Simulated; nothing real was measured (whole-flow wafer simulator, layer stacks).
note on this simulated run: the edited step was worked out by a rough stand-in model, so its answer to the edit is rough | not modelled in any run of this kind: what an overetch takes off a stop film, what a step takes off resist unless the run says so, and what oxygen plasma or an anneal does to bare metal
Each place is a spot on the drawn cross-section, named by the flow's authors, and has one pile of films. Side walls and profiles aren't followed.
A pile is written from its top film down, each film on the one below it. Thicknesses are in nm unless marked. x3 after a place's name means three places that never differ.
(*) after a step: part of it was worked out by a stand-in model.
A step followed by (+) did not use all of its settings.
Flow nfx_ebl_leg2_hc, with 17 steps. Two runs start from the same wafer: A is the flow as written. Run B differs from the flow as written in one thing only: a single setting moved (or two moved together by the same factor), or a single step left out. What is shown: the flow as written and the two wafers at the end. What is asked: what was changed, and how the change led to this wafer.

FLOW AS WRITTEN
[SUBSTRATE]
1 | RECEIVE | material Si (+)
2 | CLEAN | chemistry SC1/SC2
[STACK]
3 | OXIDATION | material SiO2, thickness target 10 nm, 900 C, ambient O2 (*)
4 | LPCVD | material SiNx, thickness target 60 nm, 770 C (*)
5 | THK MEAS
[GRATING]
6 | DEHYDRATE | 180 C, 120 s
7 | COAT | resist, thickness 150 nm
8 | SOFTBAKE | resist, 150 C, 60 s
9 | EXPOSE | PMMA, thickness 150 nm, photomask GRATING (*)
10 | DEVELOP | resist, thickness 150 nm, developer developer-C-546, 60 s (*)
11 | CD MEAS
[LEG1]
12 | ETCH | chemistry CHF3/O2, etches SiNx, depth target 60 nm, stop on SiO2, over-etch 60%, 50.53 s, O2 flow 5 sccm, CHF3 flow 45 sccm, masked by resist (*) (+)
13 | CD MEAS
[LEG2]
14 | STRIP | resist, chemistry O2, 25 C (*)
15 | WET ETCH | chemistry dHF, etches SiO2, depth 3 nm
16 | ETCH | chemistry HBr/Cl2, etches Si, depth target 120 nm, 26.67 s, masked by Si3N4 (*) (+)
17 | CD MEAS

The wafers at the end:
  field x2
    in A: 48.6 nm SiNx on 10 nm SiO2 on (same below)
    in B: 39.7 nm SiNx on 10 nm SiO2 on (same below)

Cause: step 4, LPCVD: thickness target 51.1 nm was run, though the flow has thickness target 60 nm.

The path from the change to this, step by step:
  4 | LPCVD | material SiNx, thickness target 60 nm, 770 C (*)
      field x2, pad x2: A +60 SiNx (new film) | B +51.1 SiNx (new film)
  12 | ETCH | chemistry CHF3/O2, etches SiNx, depth target 60 nm, stop on SiO2, over-etch 60%, 50.53 s, O2 flow 5 sccm, CHF3 flow 45 sccm, masked by resist (*) (+)
      pad x2: A -60 SiNx (all of it), -10 SiO2 (all of it) | B -51.1 SiNx (all of it), -10 SiO2 (all of it)
